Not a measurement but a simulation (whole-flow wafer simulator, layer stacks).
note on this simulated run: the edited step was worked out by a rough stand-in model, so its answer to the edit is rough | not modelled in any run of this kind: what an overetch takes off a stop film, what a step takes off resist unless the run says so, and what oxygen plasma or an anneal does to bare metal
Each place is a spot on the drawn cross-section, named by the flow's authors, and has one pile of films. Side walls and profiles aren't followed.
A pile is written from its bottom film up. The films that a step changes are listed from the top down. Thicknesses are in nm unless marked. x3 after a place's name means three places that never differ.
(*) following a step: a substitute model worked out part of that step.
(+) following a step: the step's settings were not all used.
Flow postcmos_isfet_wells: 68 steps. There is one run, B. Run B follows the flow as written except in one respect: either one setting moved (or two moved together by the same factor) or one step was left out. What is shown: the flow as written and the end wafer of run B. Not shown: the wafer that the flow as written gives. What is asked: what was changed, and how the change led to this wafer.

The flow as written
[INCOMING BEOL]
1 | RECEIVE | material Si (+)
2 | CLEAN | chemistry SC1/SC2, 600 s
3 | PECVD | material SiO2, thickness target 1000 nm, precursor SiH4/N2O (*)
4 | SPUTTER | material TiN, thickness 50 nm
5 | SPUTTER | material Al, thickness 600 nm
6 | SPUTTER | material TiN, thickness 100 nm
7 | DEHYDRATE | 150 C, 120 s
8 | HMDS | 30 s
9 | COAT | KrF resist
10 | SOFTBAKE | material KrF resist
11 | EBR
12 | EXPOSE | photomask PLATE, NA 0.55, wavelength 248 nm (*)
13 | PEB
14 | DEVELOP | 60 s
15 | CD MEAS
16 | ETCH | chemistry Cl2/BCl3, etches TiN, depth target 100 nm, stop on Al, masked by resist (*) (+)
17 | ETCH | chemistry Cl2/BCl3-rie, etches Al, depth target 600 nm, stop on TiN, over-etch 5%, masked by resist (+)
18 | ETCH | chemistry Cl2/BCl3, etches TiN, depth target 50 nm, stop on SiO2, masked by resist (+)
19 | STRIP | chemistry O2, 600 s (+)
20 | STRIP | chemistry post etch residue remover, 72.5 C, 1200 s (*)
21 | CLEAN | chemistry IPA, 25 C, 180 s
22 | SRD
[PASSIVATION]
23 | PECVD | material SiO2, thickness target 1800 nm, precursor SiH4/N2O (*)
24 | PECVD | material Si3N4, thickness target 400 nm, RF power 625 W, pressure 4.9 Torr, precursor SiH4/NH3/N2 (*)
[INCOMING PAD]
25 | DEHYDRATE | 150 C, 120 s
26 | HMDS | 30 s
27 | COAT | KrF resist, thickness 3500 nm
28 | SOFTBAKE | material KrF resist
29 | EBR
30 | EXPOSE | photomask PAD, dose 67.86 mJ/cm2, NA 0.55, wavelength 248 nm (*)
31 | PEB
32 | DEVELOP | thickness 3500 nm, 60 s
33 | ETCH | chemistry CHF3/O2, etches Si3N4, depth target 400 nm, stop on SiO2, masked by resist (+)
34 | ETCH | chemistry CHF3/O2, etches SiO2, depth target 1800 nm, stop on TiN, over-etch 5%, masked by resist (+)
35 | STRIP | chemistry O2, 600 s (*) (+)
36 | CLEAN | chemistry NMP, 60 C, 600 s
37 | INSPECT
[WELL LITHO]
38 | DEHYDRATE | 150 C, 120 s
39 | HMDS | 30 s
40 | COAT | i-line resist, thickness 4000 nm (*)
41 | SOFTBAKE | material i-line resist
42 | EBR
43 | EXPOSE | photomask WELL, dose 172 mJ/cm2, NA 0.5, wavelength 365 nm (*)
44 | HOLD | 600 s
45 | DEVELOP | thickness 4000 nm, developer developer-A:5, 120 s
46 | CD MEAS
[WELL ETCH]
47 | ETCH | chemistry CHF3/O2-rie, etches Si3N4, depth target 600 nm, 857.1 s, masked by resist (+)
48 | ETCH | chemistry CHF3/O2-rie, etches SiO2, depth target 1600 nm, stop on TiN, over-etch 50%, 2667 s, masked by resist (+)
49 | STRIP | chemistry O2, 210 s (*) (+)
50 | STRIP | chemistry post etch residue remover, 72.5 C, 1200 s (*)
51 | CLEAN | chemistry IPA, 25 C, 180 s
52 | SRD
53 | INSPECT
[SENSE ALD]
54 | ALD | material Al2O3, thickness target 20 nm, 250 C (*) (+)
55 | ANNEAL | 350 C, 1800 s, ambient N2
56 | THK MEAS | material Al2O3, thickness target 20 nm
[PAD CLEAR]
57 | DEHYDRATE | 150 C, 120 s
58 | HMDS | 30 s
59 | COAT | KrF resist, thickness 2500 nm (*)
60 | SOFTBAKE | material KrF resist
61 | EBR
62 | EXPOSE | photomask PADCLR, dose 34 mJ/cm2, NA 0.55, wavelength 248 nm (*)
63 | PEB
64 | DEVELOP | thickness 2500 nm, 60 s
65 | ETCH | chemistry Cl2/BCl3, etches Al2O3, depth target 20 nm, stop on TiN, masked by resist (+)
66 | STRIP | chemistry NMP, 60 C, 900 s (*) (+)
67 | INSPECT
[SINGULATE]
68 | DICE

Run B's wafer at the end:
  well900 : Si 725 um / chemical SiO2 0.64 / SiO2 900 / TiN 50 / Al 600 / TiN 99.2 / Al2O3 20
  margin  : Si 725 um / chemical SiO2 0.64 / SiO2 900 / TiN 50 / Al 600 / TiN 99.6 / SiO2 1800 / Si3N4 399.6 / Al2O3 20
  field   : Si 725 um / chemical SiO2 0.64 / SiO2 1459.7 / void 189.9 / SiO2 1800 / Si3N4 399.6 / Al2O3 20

Cause: step 3, PECVD: thickness target 900 nm was run, though the flow has thickness target 1000 nm.
The wafer itself shows it: well900 has SiO2 900, and step 3 as written asks for 1000 nm.

Step by step, how the change led to this:
  3 | PECVD | material SiO2, thickness target 1000 nm, precursor SiH4/N2O (*)
      field, margin, well900, well1300 x3, pad_rim, pad_clr, pad_open: +900 SiO2 (new film) (it would be, as written: +1000 SiO2 (new film))
